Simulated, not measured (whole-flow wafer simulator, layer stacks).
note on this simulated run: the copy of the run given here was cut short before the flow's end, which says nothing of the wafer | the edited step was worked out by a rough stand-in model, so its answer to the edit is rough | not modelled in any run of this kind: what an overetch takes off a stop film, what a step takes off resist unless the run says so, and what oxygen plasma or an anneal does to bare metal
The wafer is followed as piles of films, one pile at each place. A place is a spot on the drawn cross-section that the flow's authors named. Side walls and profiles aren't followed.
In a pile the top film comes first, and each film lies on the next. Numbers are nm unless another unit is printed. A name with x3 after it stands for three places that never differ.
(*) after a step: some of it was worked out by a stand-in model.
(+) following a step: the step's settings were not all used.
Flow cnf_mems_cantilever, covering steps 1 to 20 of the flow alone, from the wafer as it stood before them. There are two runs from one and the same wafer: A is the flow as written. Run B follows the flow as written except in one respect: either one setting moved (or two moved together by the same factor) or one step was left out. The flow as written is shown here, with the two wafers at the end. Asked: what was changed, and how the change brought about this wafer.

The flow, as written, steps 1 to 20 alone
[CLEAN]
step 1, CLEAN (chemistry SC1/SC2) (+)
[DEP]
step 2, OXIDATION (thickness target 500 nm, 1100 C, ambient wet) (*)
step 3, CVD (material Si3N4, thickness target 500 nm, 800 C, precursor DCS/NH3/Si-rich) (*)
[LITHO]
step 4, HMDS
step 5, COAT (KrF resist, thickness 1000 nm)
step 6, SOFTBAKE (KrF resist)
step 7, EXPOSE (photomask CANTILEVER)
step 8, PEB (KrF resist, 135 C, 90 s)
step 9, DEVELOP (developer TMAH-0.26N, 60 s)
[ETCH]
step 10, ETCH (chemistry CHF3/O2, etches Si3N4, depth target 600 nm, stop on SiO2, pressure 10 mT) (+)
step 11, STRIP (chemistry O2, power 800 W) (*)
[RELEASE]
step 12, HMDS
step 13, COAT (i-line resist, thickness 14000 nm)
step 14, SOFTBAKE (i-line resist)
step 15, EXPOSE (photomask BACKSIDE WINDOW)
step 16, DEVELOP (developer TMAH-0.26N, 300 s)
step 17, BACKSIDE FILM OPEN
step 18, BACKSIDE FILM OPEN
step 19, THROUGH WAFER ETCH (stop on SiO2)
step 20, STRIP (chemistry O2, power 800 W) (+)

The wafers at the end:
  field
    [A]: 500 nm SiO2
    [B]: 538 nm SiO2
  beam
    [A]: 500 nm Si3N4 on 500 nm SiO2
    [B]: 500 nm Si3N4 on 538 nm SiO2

The reason: step 2, OXIDATION: thickness target 538 nm was run, though the flow has thickness target 500 nm.
The wafer itself shows it: field has SiO2 538, and step 2 as written asks for 500 nm.

How this came from the change, step by step:
  step 2, OXIDATION (thickness target 500 nm, 1100 C, ambient wet) (*)
      field, beam: A SiO2 gains 500 (new film), chemical SiO2 loses 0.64 (all of it), Si loses 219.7 | B SiO2 gains 538 (new film), chemical SiO2 loses 0.64 (all of it), Si loses 236.4
  step 19, THROUGH WAFER ETCH (stop on SiO2)
      field: A under 1 film: Si loses 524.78 um (all of it) | B under 1 film: Si loses 524.76 um (all of it)
      beam: A under 2 films: Si loses 524.78 um (all of it) | B under 2 films: Si loses 524.76 um (all of it)
